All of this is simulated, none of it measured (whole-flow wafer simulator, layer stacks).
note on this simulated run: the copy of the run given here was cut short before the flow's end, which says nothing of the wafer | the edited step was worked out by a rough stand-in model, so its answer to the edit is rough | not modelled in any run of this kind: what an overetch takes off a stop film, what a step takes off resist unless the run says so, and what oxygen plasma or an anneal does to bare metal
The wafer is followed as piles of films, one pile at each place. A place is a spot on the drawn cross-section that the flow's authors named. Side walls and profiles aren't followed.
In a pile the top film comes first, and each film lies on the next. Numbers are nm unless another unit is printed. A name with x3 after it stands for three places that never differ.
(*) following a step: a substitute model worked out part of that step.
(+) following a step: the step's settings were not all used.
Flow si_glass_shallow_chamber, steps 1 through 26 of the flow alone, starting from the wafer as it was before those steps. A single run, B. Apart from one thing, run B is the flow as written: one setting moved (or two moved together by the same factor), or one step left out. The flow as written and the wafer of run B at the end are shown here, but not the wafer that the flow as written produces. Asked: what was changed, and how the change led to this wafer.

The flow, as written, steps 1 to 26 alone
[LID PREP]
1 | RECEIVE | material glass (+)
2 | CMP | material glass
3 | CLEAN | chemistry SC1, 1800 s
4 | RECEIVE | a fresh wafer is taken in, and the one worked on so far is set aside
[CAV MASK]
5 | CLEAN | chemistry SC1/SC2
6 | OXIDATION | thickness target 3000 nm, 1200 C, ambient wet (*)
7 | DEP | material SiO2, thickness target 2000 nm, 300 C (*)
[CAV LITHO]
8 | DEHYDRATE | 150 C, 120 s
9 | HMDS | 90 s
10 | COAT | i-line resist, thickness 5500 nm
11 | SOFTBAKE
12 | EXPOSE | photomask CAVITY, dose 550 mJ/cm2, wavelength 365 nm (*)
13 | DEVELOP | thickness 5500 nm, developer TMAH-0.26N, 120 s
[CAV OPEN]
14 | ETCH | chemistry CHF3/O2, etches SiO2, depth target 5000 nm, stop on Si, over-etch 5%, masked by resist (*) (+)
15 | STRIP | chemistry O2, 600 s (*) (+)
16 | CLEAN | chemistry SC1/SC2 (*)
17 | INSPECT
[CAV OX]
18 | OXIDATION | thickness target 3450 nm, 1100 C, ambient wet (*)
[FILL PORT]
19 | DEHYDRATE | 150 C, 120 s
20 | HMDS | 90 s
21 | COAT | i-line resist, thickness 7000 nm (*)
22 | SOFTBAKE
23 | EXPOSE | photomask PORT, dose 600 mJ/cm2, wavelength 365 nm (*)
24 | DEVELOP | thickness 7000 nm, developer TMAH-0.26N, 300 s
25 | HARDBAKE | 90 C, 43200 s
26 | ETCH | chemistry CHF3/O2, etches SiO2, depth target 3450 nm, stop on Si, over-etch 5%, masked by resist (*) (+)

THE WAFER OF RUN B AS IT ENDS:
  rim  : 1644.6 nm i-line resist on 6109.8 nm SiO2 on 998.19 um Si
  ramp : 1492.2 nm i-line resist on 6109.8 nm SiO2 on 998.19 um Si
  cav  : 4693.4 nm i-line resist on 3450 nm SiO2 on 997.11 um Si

The reason: step 26, ETCH: over-etch 7.13% was run, whereas the flow has over-etch 5%.

How this came from the change, step by step:
  26 | ETCH | chemistry CHF3/O2, etches SiO2, depth target 3450 nm, stop on Si, over-etch 5%, masked by resist (*) (+)
      port: -3450 SiO2 (all of it), -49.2 Si (as written it would have been: -3450 SiO2 (all of it), -34.5 Si)
